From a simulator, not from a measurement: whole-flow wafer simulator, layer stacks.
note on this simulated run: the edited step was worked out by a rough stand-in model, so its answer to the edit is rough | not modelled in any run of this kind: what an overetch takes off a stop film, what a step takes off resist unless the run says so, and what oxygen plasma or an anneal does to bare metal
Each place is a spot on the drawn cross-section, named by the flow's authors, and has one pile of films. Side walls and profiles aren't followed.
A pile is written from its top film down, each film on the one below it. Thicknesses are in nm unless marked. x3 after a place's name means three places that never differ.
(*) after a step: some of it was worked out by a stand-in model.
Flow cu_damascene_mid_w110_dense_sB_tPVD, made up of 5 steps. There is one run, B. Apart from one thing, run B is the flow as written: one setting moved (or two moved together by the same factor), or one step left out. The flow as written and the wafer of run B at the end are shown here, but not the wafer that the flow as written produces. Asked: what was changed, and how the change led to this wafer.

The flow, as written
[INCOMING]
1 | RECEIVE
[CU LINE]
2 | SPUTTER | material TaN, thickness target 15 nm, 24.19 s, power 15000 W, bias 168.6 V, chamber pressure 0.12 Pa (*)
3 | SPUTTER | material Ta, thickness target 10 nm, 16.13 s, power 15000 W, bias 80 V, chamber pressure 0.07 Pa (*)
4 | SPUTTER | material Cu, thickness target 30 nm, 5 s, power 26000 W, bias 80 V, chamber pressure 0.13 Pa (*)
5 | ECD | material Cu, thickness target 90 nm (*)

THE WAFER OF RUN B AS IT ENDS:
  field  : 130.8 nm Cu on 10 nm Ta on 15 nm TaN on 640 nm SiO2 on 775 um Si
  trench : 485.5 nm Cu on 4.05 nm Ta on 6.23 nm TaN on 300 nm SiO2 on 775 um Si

Cause: step 4, SPUTTER: power 35360 W was run, though the flow has power 26000 W.

Step by step, how the change led to this:
  4 | SPUTTER | material Cu, thickness target 30 nm, 5 s, power 26000 W, bias 80 V, chamber pressure 0.13 Pa (*)
      field: +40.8 Cu (new film) (it would be, as written: +30 Cu (new film))
      trench: +18 Cu (new film) (it would be, as written: +12.5 Cu (new film))
